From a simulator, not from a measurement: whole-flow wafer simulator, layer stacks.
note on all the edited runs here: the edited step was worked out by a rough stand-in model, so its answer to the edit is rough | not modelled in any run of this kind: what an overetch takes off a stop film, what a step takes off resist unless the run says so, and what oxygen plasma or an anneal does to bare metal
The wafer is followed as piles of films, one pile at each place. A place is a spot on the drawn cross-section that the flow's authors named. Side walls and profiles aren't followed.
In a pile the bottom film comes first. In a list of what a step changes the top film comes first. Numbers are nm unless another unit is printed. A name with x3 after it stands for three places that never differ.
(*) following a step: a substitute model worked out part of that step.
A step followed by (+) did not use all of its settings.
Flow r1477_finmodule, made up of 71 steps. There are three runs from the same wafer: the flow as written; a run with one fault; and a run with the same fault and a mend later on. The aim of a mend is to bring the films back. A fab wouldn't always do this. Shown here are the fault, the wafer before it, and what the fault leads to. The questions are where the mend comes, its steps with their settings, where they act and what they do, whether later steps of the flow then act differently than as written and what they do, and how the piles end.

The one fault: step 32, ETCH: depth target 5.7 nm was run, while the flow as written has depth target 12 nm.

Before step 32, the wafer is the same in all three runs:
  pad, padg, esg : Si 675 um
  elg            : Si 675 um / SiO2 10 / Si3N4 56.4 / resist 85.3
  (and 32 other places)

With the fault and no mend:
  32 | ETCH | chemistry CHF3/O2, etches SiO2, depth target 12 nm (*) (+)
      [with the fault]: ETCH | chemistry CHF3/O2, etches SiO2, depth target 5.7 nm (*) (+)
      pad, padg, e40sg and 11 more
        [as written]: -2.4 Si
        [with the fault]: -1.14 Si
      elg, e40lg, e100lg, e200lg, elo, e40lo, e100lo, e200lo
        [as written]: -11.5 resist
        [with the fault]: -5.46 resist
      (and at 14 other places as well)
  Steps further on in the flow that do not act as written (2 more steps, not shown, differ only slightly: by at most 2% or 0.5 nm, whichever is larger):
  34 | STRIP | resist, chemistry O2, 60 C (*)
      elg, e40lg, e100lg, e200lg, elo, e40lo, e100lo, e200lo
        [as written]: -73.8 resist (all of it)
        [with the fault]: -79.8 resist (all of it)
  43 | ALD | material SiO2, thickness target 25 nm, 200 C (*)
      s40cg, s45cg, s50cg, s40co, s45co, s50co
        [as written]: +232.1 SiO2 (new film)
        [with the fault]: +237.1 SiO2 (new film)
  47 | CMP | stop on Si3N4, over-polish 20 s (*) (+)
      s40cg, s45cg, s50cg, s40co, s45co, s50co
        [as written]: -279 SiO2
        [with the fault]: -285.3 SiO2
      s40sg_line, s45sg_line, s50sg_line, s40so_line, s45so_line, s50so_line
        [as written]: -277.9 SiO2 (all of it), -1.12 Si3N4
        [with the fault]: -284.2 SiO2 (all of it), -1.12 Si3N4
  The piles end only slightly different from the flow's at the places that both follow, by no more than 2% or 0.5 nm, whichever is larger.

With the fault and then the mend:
  The mend stands after step 32.
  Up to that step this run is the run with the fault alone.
  32a | ETCH | chemistry CHF3/O2, etches SiO2, depth target 6.3 nm (*) (the flow's step 32 again, with other settings)
      pad, padg, e40sg and 11 more
        -1.26 Si
      elg, e40lg, e100lg, e200lg, elo, e40lo, e100lo, e200lo
        -6.04 resist
      s40sg_line, s45sg_line, s50sg_line, s40so_line, s45so_line, s50so_line
        -6.3 SiO2
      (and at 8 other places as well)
  Every later step of the flow that is run acts as written, at every place that is followed, to within 2% or 0.5 nm, whichever is larger.
  The piles end only slightly different from the flow's at the places that both follow, by no more than 2% or 0.5 nm, whichever is larger.
